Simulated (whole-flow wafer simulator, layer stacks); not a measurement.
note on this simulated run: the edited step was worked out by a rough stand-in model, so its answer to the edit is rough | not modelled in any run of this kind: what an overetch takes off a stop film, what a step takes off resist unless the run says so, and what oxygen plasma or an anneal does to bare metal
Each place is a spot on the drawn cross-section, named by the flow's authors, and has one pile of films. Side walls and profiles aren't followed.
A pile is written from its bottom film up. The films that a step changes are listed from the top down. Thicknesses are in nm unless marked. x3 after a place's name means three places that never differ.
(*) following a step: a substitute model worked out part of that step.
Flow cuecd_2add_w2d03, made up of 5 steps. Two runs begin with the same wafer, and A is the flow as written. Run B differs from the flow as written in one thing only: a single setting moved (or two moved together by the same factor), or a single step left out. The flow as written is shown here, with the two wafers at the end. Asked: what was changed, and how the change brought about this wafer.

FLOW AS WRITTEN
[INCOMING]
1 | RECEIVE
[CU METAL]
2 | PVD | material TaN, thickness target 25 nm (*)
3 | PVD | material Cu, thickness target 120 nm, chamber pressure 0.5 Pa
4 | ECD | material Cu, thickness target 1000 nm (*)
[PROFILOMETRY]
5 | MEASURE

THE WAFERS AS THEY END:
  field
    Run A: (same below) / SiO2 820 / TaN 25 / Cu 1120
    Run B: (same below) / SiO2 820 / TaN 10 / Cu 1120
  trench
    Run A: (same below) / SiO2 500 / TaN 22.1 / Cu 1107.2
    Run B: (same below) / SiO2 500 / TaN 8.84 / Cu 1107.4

Cause: step 2, PVD: thickness target 10 nm was run, while the flow as written has thickness target 25 nm.
One can read it off the wafer: field has TaN 10, and step 2 as written asks for 25 nm.

The path from the change to this, step by step:
  2 | PVD | material TaN, thickness target 25 nm (*)
      field: A +25 TaN (new film) | B +10 TaN (new film)
      trench: A +22.1 TaN (new film) | B +8.84 TaN (new film)
